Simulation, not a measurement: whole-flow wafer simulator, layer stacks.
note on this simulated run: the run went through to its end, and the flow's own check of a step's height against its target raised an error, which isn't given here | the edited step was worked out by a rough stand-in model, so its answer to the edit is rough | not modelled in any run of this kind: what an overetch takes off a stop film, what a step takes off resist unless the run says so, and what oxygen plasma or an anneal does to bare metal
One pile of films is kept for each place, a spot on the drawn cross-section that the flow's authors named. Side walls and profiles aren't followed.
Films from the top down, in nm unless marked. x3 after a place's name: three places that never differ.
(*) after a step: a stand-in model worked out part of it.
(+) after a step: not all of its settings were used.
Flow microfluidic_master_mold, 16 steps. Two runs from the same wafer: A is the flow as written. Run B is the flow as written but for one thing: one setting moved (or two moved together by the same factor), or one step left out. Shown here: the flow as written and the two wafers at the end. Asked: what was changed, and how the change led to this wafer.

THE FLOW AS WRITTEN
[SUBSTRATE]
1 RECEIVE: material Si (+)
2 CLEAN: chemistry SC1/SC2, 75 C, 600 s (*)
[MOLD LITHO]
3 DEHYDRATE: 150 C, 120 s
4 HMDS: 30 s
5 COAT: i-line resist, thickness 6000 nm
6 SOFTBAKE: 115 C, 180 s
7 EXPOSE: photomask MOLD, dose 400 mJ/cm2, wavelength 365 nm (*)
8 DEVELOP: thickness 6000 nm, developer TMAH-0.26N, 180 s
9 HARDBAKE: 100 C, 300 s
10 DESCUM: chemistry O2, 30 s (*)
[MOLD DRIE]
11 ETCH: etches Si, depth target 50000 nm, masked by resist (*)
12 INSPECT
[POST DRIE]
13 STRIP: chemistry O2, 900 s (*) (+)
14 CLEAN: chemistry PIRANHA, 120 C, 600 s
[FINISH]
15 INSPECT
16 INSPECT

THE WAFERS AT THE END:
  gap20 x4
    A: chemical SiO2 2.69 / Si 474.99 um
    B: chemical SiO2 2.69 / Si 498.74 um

The cause: step 11, ETCH: depth target 26250 nm was run, where the flow has depth target 50000 nm.

How the change led to this, step by step:
  11 ETCH: etches Si, depth target 50000 nm, masked by resist (*)
      gap20 x4: A chemical SiO2 -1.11 (all of it), Si -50 um | B chemical SiO2 -1.11 (all of it), Si -26.25 um
      ridge: A i-line resist -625 | B i-line resist -328.1
  13 STRIP: chemistry O2, 900 s (*) (+)
      ridge: A i-line resist -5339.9 (all of it), chemical SiO2 +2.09, Si -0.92 | B i-line resist -5636.8 (all of it), chemical SiO2 +2.09, Si -0.92
